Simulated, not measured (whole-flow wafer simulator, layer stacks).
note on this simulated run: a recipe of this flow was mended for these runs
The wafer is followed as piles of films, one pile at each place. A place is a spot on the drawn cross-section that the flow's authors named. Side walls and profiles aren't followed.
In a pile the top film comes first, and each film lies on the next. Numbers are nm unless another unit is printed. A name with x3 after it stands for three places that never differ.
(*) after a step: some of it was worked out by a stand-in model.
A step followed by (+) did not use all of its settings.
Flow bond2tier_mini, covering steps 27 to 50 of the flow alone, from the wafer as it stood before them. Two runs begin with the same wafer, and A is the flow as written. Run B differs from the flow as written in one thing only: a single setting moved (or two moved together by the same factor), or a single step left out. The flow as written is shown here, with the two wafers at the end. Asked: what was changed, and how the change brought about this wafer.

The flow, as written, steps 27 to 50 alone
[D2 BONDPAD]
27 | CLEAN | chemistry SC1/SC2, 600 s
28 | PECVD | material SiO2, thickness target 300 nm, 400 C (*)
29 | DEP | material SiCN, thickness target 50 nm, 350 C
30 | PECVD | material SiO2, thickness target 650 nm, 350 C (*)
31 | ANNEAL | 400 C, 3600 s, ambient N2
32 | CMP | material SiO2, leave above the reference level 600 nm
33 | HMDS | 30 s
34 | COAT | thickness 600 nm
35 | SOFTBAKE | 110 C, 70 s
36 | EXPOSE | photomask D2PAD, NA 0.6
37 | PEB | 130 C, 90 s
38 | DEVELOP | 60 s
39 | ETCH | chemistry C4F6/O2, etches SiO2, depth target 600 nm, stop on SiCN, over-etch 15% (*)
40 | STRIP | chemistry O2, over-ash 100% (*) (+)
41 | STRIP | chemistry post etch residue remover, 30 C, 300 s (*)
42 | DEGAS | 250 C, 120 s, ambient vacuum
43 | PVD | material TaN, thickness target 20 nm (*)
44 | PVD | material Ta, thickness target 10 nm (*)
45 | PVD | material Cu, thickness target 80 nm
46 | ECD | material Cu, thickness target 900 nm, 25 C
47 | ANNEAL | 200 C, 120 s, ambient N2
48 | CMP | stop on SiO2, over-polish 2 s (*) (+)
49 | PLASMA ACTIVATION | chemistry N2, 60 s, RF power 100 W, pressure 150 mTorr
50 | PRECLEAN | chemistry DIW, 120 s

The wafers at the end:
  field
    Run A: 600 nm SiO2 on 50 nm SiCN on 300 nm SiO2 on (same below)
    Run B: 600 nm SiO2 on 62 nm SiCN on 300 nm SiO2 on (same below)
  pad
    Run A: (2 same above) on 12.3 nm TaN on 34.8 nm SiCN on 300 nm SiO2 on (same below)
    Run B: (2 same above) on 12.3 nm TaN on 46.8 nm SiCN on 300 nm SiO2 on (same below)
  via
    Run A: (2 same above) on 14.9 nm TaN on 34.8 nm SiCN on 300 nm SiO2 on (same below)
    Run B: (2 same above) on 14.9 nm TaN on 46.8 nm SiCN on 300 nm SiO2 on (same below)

What caused this: step 29, DEP: thickness target 62 nm was run, though the flow has thickness target 50 nm.
The wafer lets one read it off: field has SiCN 62, and step 29 as written asks for 50 nm.

How this came from the change, step by step:
  29 | DEP | material SiCN, thickness target 50 nm, 350 C
      field, pad, via: A +50 SiCN (new film) | B +62 SiCN (new film)
